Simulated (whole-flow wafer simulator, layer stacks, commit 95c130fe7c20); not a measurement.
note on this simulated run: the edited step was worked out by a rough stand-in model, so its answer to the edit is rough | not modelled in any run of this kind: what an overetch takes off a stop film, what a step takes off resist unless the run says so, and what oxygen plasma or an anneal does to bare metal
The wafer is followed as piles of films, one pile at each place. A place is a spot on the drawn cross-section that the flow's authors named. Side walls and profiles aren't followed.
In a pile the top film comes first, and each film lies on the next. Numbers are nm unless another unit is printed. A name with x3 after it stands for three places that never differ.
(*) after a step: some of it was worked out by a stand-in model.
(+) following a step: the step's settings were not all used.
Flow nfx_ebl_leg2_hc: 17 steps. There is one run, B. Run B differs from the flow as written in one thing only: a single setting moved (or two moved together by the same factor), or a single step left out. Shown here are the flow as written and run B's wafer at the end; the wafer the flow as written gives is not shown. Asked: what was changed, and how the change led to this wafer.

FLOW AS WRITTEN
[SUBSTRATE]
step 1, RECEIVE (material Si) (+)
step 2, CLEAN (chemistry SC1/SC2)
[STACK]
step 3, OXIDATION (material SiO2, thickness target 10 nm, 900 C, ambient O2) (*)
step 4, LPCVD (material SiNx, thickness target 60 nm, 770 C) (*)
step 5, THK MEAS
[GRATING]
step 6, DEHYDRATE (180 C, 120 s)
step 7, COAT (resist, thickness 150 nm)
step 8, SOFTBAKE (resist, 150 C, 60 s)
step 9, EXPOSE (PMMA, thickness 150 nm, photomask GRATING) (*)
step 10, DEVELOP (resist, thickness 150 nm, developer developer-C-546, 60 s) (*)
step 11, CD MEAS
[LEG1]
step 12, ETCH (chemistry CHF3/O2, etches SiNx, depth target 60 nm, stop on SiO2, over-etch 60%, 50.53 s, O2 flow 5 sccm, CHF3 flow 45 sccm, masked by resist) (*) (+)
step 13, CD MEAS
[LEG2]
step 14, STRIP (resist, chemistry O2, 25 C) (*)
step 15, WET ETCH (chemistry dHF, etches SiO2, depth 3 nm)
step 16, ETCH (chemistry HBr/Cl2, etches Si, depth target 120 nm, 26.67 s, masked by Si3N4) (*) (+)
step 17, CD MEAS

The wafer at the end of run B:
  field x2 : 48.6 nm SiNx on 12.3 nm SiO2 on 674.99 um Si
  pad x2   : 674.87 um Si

The reason: step 3, OXIDATION: thickness target 12.3 nm was run, while the flow as written has thickness target 10 nm.
The wafer itself shows it: field x2 has SiO2 12.3, and step 3 as written asks for 10 nm.

How this came from the change, step by step:
  step 3, OXIDATION (material SiO2, thickness target 10 nm, 900 C, ambient O2) (*)
      field x2, pad x2: +12.3 SiO2 (new film), -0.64 chemical SiO2 (all of it), -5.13 Si (in the flow as written it would be: +10 SiO2 (new film), -0.64 chemical SiO2 (all of it), -4.12 Si)
  step 12, ETCH (chemistry CHF3/O2, etches SiNx, depth target 60 nm, stop on SiO2, over-etch 60%, 50.53 s, O2 flow 5 sccm, CHF3 flow 45 sccm, masked by resist) (*) (+)
      pad x2: -60 SiNx (all of it), -12.3 SiO2 (all of it) (in the flow as written it would be: -60 SiNx (all of it), -10 SiO2 (all of it))
